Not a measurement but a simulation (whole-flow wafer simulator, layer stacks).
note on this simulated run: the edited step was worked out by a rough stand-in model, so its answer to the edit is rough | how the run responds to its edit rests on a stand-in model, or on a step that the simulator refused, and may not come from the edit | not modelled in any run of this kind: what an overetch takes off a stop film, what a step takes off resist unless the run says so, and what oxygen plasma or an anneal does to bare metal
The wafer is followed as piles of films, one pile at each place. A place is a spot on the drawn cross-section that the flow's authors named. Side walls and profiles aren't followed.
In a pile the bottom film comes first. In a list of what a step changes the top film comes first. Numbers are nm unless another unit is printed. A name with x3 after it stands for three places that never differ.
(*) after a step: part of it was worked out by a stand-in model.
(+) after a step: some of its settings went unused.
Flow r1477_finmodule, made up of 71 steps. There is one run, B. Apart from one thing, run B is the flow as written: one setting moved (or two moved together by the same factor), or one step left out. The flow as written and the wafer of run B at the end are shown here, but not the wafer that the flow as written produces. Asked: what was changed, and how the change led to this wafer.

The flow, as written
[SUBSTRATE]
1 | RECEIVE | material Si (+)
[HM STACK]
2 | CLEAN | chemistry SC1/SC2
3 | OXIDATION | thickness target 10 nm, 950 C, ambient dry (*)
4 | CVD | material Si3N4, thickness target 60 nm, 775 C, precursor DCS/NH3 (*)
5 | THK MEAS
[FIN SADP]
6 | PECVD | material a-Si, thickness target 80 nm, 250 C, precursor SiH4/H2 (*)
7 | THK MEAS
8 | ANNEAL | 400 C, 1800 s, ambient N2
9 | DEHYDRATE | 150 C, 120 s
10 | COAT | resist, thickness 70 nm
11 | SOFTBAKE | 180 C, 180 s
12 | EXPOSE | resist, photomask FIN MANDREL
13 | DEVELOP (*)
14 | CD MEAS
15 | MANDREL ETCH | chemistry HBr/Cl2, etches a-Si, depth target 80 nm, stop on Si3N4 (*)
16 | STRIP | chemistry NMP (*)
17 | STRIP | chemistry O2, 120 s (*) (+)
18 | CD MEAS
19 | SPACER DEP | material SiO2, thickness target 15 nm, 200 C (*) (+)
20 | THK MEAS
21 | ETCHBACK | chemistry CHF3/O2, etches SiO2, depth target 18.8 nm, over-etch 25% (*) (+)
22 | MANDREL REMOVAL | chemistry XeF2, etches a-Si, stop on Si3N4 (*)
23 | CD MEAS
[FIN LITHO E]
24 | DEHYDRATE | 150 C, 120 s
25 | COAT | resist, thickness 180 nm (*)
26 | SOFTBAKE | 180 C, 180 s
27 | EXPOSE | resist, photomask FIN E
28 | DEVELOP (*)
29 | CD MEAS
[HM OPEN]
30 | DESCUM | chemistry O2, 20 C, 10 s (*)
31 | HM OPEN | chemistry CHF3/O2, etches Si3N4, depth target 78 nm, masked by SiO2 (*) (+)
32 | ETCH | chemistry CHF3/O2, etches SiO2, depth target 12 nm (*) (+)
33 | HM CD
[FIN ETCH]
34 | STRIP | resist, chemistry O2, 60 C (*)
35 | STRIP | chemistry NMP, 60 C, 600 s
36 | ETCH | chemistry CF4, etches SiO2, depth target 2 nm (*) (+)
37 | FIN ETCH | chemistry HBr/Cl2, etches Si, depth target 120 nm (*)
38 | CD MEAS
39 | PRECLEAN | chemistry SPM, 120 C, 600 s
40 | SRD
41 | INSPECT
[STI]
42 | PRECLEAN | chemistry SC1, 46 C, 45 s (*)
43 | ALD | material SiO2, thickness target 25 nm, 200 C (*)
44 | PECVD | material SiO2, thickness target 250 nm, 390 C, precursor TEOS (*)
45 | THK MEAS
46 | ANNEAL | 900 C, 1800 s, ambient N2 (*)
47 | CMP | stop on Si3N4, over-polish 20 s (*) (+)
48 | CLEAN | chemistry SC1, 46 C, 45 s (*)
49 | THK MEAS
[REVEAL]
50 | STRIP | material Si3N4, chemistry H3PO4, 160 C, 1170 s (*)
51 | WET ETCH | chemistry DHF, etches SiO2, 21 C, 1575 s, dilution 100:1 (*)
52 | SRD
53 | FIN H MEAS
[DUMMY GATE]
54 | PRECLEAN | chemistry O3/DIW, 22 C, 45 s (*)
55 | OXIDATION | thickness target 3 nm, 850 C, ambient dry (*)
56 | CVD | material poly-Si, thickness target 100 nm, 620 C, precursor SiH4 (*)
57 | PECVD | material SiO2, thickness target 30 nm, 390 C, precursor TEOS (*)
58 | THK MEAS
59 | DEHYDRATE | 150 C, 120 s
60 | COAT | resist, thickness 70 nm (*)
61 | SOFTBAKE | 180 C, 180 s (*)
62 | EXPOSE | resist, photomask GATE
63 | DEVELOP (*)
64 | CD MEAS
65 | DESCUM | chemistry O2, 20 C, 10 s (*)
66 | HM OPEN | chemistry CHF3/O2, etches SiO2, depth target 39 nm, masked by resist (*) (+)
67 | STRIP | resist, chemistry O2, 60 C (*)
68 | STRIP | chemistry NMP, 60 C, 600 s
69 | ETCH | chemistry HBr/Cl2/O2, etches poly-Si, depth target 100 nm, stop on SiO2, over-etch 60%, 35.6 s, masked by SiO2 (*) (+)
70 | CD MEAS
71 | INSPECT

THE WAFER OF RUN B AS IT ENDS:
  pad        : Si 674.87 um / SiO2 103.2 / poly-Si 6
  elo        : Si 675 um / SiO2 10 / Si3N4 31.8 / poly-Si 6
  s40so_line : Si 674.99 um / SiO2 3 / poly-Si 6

What caused this: step 66, HM OPEN: depth target 26.7 nm was run, while the flow as written has depth target 39 nm.

How this came from the change, step by step:
  66 | HM OPEN | chemistry CHF3/O2, etches SiO2, depth target 39 nm, masked by resist (*) (+)
      pad, elo, eso and 15 more: -26.7 SiO2 (it would be, as written: -30 SiO2 (all of it), -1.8 poly-Si)
      padg, elg, esg and 15 more: -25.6 resist (it would be, as written: -37.4 resist)
  67 | STRIP | resist, chemistry O2, 60 C (*)
      pad, elo, eso and 15 more: nothing (it would be, as written: +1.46 chemical SiO2 (new film), -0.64 poly-Si)
      padg, elg, esg: -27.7 resist (all of it) (it would be, as written: -15.9 resist (all of it))
      (as well as at 15 more places)
  69 | ETCH | chemistry HBr/Cl2/O2, etches poly-Si, depth target 100 nm, stop on SiO2, over-etch 60%, 35.6 s, masked by SiO2 (*) (+)
      pad, eso, e40so and 8 more: -3.3 SiO2 (all of it), -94 poly-Si (it would be, as written: -1.46 chemical SiO2 (all of it), -97.6 poly-Si (all of it), -0.42 SiO2)
      elo, e40lo, e100lo, e200lo: -3.3 SiO2 (all of it), -94 poly-Si (it would be, as written: -1.46 chemical SiO2 (all of it), -97.6 poly-Si (all of it), -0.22 Si3N4)
      (as well as at 3 more places)
